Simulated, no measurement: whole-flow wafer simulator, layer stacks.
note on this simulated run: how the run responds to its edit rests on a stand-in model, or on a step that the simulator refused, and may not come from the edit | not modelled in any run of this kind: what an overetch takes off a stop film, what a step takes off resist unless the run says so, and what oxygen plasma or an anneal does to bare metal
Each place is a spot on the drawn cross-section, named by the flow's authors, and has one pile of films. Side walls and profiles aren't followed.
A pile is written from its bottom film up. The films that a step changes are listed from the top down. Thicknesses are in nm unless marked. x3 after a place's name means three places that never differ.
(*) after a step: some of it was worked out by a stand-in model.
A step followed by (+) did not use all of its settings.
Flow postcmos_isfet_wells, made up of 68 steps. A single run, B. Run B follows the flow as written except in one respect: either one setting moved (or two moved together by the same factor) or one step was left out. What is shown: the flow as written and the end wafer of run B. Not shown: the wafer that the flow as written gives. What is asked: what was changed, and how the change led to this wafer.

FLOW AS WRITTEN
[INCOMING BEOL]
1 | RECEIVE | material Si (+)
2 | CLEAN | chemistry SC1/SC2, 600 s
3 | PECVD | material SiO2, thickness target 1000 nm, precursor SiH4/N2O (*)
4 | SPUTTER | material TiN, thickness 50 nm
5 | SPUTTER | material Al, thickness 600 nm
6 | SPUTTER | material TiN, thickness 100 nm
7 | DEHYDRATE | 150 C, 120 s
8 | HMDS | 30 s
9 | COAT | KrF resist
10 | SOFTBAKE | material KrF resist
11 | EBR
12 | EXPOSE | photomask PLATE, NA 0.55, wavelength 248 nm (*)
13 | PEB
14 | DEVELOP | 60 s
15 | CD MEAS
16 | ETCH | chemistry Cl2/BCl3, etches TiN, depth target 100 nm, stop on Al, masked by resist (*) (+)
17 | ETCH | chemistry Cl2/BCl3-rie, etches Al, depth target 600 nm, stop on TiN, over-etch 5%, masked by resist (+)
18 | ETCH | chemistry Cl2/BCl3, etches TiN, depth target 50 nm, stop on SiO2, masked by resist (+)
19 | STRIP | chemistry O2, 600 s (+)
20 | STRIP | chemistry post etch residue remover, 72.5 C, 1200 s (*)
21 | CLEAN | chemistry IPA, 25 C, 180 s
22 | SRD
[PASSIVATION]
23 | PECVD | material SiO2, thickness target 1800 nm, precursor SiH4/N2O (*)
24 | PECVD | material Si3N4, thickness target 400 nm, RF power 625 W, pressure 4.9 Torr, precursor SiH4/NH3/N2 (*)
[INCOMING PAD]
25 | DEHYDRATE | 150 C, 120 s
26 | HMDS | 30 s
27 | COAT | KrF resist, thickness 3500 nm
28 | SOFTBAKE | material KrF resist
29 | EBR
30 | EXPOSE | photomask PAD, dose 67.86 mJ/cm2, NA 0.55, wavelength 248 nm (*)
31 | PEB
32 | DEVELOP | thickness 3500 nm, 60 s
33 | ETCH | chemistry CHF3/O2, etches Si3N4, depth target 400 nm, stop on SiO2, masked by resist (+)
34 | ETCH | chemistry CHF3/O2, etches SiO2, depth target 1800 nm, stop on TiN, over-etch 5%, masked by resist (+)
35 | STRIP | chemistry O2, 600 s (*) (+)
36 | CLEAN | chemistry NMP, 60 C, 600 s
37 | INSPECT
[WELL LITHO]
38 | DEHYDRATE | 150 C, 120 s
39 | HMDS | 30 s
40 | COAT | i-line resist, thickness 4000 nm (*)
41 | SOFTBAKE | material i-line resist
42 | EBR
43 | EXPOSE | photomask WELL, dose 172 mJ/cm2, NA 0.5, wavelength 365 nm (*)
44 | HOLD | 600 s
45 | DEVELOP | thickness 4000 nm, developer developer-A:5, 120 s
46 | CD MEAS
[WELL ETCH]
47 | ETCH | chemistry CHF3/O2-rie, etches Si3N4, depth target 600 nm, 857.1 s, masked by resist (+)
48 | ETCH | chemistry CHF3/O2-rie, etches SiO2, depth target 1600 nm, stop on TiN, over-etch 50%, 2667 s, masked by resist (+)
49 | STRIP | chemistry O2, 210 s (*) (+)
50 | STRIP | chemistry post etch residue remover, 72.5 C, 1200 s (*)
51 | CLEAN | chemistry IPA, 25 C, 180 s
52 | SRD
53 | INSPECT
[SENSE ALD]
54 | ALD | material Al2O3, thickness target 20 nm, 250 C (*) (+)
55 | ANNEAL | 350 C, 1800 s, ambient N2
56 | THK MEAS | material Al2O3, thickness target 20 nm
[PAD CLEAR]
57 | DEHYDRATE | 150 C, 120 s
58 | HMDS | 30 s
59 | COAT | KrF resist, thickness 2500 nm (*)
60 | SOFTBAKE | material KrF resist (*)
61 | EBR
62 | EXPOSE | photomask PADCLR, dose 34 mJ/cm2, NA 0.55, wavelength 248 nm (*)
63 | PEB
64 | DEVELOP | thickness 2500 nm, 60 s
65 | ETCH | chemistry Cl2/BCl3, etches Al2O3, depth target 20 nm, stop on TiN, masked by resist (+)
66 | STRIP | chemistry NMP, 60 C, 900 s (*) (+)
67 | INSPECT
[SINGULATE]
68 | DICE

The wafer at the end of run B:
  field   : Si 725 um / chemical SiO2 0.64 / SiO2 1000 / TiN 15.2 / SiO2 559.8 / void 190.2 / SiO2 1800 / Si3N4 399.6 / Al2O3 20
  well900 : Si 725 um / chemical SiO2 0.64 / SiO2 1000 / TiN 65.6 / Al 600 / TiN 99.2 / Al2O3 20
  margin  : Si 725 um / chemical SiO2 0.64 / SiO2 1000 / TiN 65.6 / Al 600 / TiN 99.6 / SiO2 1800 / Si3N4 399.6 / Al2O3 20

What caused this: step 4, SPUTTER: thickness 65.62 nm was run, while the flow as written has thickness 50 nm.
One can read it off the wafer: well900 has TiN 65.6, and step 4 as written asks for 50 nm.

How this came from the change, step by step:
  4 | SPUTTER | material TiN, thickness 50 nm
      field, margin, well900, well1300 x3, pad_rim, pad_clr, pad_open: +65.6 TiN (new film) (as written it would have been: +50 TiN (new film))
  18 | ETCH | chemistry Cl2/BCl3, etches TiN, depth target 50 nm, stop on SiO2, masked by resist (+)
      field: -50 TiN (as written it would have been: -50 TiN (all of it))
  23 | PECVD | material SiO2, thickness target 1800 nm, precursor SiH4/N2O (*)
      field: +1800 SiO2 (new film), +190.2 void (new film), +559.8 SiO2 (new film) (as written it would have been: +1800 SiO2 (new film), +189.9 void (new film), +559.7 SiO2)
Taking metal films that touch as one body, field has 1 body; the flow as written gives 0 bodies.
